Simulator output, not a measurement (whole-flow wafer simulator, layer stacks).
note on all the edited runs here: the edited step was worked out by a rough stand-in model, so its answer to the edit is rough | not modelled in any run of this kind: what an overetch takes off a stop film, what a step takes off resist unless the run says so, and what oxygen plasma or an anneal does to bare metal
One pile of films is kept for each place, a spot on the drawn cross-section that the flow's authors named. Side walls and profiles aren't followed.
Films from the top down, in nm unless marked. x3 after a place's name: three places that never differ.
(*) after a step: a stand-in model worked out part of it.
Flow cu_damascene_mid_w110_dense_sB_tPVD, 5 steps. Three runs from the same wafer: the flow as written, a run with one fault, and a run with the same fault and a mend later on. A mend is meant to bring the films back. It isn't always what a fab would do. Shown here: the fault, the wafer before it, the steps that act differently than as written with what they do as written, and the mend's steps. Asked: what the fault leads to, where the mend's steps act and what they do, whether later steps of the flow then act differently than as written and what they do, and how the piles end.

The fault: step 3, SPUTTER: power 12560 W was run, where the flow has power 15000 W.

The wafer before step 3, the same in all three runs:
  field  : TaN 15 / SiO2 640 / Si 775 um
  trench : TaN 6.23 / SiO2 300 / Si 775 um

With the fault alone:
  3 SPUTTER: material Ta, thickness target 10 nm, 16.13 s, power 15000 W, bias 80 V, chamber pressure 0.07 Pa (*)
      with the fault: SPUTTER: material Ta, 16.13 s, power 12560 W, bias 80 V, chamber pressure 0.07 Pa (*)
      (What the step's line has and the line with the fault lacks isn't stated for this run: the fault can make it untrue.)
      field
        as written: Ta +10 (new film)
        with the fault: Ta +8.37 (new film)
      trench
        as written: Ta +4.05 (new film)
        with the fault: Ta +3.27 (new film)
  No later step of the flow acts differently than as written, at any place that is followed, by more than 2% or 0.5 nm, whichever is larger.
  At the end the piles differ from the flow's by more than 2% or 0.5 nm, whichever is larger, at field, trench.
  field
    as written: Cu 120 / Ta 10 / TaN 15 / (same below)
    with the fault: Cu 120 / Ta 8.37 / TaN 15 / (same below)
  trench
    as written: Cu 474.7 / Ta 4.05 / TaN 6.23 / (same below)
    with the fault: Cu 473.9 / Ta 3.27 / TaN 6.23 / (same below)

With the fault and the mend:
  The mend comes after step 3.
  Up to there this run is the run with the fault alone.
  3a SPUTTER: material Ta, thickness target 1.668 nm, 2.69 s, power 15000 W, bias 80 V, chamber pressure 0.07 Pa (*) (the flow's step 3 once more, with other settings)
      field
        Ta +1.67
      trench
        Ta +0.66
  No later step of the flow acts differently than as written, at any place that is followed, by more than 2% or 0.5 nm, whichever is larger.
  At the end the piles differ from the flow's only slightly at the places that both follow, by at most 2% or 0.5 nm, whichever is larger.
